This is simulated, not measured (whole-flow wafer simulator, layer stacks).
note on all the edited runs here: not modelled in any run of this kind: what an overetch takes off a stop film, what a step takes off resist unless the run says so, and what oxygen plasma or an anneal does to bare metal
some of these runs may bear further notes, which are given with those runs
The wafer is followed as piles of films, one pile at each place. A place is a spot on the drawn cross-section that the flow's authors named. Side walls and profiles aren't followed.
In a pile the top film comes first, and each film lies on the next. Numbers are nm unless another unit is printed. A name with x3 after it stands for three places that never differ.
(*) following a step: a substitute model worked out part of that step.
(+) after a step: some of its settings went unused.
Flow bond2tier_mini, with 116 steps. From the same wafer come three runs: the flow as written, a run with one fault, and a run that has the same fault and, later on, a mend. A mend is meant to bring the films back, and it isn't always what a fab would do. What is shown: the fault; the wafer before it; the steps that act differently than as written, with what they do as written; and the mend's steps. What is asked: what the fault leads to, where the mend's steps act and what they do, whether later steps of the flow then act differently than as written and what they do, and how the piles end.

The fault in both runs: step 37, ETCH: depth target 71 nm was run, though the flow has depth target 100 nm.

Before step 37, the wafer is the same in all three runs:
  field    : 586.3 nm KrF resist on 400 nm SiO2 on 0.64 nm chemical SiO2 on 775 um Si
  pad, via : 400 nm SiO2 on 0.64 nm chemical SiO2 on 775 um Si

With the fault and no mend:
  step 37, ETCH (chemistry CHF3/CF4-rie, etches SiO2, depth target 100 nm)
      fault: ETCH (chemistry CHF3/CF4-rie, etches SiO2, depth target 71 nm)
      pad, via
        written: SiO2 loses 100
        fault: SiO2 loses 71
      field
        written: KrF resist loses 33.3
        fault: KrF resist loses 23.7
  Later steps of the flow acting differently than as written (2 more steps, not shown, differ only slightly: by at most 2% or 0.5 nm, whichever is larger):
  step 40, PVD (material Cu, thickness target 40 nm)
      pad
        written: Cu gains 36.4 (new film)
        fault: Cu gains 37.4 (new film)
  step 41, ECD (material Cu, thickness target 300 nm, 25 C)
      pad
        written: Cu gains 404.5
        fault: Cu gains 374.2
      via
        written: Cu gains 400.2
        fault: Cu gains 371.1
  The piles end different from the flow's at pad by more than 2% or 0.5 nm, whichever is larger.
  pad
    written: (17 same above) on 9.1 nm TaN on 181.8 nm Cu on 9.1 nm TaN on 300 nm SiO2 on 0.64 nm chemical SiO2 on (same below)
    fault: (17 same above) on 9.1 nm TaN on 152.5 nm Cu on 9.36 nm TaN on 329 nm SiO2 on 0.64 nm chemical SiO2 on (same below)

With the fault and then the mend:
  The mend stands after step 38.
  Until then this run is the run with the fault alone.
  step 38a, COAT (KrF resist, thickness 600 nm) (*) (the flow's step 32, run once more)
      field
        KrF resist gains 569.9 (new film)
      pad
        KrF resist gains 631.4 (new film)
      via
        KrF resist gains 627.6 (new film)
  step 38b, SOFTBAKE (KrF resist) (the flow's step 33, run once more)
      does not change any film at any place that is followed
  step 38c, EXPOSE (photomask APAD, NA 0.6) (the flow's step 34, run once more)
      does not change any film at any place that is followed
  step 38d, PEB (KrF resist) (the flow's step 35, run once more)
      does not change any film at any place that is followed
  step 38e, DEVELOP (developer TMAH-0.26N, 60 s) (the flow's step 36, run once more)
      field
        KrF resist loses 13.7
      pad
        KrF resist loses 631.4 (all of it)
      via
        KrF resist loses 627.6 (all of it)
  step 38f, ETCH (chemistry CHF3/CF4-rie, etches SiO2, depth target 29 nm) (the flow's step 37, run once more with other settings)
      pad, via
        SiO2 loses 29
      field
        KrF resist loses 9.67
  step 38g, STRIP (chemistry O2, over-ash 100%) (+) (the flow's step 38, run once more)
      field
        KrF resist loses 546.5 (all of it)
  None of the later steps of the flow acts differently than as written at any place that is followed.
  At every place that both follow, the piles at the end match the flow's.
